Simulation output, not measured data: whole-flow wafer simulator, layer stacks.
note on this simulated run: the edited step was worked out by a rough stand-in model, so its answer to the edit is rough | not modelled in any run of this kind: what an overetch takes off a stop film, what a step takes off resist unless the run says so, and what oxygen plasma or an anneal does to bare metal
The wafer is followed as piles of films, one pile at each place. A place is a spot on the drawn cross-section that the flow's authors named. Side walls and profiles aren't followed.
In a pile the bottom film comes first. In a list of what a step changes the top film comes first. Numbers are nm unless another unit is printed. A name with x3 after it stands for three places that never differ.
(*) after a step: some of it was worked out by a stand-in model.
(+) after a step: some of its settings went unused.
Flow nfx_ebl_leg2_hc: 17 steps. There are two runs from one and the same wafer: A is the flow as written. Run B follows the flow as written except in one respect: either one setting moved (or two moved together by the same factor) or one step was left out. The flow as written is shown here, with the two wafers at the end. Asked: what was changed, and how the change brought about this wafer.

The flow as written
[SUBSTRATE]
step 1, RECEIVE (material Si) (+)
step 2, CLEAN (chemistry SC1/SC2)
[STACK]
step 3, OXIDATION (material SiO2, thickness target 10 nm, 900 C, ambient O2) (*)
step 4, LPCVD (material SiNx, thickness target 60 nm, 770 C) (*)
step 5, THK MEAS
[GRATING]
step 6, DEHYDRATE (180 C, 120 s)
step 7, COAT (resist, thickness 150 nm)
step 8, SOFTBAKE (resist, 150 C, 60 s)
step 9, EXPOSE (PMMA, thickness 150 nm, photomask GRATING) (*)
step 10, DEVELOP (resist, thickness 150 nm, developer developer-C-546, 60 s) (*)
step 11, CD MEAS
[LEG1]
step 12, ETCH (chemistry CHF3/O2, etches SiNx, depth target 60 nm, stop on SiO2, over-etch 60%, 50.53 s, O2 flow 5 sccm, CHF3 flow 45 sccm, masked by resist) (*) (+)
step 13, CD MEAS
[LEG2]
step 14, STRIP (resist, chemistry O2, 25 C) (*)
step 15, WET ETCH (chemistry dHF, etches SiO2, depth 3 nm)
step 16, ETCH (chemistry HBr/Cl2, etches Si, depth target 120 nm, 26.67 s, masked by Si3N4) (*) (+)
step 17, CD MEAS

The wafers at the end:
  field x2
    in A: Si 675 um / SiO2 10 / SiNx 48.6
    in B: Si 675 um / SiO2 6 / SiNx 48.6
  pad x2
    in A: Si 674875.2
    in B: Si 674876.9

The reason: step 3, OXIDATION: thickness target 6 nm was run, whereas the flow has thickness target 10 nm.
The wafer itself shows it: field x2 has SiO2 6, and step 3 as written asks for 10 nm.

How this came from the change, step by step:
  step 3, OXIDATION (material SiO2, thickness target 10 nm, 900 C, ambient O2) (*)
      field x2, pad x2: A SiO2 gains 10 (new film), chemical SiO2 loses 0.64 (all of it), Si loses 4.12 | B SiO2 gains 6 (new film), chemical SiO2 loses 0.64 (all of it), Si loses 2.36
  step 12, ETCH (chemistry CHF3/O2, etches SiNx, depth target 60 nm, stop on SiO2, over-etch 60%, 50.53 s, O2 flow 5 sccm, CHF3 flow 45 sccm, masked by resist) (*) (+)
      pad x2: A SiNx loses 60 (all of it), SiO2 loses 10 (all of it) | B SiNx loses 60 (all of it), SiO2 loses 6 (all of it)
